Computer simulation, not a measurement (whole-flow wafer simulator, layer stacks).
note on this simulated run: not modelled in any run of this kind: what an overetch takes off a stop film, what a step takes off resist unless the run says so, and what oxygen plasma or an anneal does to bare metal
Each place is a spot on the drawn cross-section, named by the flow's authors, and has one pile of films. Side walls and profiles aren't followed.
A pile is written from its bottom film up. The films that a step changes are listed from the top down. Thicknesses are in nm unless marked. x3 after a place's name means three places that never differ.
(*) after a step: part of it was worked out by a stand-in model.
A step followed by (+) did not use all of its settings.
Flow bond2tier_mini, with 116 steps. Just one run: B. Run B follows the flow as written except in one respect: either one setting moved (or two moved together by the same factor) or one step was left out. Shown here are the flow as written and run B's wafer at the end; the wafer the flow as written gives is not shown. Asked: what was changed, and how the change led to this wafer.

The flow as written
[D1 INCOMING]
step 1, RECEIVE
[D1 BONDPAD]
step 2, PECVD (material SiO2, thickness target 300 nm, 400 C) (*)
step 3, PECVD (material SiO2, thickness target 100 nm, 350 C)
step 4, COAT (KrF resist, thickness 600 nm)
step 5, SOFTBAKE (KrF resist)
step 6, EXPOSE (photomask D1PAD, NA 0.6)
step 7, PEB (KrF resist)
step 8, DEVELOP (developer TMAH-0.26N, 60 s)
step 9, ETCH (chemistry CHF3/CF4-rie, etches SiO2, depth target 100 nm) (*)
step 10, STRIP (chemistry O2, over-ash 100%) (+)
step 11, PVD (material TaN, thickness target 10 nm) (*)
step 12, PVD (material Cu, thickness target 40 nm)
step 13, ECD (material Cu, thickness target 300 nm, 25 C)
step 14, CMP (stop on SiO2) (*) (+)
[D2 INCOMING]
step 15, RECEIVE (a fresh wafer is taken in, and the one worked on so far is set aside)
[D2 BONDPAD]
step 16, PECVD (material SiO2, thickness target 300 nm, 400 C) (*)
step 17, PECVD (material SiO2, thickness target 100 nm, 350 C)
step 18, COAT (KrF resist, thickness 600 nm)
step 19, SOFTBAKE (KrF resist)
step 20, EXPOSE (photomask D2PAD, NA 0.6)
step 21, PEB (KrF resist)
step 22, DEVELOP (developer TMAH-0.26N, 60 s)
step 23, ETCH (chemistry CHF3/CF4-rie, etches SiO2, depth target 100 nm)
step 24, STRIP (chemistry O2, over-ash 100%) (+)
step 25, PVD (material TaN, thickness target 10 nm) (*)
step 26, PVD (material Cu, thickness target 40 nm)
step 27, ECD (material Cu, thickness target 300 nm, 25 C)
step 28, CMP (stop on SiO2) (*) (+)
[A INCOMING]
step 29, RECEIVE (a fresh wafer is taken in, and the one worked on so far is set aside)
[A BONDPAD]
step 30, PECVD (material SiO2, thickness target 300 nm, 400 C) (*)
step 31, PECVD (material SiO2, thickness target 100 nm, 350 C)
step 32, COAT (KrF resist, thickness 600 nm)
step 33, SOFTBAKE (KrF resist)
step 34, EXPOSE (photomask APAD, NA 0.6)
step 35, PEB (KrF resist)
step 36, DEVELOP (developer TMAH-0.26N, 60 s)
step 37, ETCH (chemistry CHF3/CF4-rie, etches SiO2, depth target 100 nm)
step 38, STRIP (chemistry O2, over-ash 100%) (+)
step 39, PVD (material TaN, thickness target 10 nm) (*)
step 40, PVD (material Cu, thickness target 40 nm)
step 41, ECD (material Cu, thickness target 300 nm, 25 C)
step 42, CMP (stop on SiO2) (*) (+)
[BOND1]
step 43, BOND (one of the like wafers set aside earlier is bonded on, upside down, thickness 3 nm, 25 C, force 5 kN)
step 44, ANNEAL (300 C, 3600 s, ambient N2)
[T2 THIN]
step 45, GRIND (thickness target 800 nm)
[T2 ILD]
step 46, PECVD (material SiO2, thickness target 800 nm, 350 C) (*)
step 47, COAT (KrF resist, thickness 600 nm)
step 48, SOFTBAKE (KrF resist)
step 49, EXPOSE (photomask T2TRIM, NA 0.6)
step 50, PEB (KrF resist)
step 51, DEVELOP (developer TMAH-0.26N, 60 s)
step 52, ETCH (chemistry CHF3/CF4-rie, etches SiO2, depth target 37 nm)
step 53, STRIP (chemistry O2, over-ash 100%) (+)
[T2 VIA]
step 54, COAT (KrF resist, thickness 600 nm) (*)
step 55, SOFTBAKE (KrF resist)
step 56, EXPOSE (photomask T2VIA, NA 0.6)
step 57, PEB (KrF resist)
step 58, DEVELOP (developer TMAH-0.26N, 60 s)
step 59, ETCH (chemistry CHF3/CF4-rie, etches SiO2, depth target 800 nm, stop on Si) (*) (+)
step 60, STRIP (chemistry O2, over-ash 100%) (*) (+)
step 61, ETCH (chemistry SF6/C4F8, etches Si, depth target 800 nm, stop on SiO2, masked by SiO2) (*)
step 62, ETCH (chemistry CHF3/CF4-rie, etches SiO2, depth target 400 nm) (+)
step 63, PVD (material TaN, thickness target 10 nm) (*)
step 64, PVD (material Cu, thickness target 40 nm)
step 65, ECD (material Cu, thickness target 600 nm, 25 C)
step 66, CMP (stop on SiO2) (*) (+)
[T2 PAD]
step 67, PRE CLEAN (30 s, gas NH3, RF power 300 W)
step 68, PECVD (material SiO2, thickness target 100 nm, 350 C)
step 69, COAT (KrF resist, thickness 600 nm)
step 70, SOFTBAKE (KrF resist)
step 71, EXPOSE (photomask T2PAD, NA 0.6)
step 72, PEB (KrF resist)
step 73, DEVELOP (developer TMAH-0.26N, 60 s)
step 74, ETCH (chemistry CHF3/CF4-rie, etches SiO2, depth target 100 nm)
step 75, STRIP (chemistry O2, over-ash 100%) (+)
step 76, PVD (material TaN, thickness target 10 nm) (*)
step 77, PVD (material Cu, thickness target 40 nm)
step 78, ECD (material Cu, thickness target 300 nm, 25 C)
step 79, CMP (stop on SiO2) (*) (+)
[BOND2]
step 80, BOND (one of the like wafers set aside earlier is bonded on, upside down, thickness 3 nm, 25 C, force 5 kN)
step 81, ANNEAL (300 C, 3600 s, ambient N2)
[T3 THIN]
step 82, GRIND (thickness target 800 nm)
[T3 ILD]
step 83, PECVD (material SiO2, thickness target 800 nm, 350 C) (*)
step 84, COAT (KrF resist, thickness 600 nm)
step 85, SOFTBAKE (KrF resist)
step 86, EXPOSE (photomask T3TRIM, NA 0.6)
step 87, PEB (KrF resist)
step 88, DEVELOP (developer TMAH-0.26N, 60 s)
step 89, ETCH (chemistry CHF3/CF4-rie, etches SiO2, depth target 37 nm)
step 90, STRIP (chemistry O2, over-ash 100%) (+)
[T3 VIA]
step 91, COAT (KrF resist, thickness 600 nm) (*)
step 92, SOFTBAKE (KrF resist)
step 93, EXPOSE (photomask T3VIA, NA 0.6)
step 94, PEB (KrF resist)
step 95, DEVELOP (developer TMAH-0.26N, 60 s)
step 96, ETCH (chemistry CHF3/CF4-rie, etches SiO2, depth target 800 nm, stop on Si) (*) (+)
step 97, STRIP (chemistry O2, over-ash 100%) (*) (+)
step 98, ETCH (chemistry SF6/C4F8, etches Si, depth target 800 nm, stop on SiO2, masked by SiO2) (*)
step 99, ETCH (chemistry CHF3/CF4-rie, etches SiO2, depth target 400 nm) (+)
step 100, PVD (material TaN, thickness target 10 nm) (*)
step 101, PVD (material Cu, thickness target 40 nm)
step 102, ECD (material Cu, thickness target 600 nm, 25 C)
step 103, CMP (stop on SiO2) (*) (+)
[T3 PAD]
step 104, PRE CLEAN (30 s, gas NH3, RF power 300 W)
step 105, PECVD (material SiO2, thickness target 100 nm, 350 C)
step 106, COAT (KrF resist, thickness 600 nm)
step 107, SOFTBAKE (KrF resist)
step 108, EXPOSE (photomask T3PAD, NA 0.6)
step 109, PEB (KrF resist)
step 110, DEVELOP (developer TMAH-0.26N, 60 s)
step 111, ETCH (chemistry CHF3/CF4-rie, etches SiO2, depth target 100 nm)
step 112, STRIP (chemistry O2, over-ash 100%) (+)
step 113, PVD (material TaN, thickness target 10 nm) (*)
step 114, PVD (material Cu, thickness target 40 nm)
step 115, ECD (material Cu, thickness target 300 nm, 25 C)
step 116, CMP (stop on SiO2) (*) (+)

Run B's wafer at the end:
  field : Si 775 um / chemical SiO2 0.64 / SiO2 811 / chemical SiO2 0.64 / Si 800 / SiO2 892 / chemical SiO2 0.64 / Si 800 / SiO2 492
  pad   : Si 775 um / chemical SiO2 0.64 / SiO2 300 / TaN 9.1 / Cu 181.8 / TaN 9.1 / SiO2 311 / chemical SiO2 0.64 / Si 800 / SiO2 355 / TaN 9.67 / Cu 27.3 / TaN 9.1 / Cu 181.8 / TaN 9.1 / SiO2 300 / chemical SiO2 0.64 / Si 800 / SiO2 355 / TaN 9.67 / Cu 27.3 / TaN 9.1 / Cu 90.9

The reason: step 3, PECVD: thickness target 111 nm was run, while the flow as written has thickness target 100 nm.

The path from the change to this, step by step:
  step 3, PECVD (material SiO2, thickness target 100 nm, 350 C)
      field, pad, via: +111 SiO2 (as written it would have been: +100 SiO2)
  step 43, BOND (one of the like wafers set aside earlier is bonded on, upside down, thickness 3 nm, 25 C, force 5 kN)
      field: +775 um Si (new film), +0.64 chemical SiO2 (new film), +411 SiO2 (as written it would have been: +775 um Si (new film), +0.64 chemical SiO2 (new film), +400 SiO2)
      pad: +775 um Si (new film), +0.64 chemical SiO2 (new film), +311 SiO2 (new film), +9.1 TaN (new film), +90.9 Cu (as written it would have been: +775 um Si (new film), +0.64 chemical SiO2 (new film), +300 SiO2 (new film), +9.1 TaN (new film), +90.9 Cu)
      (also at 1 further place)
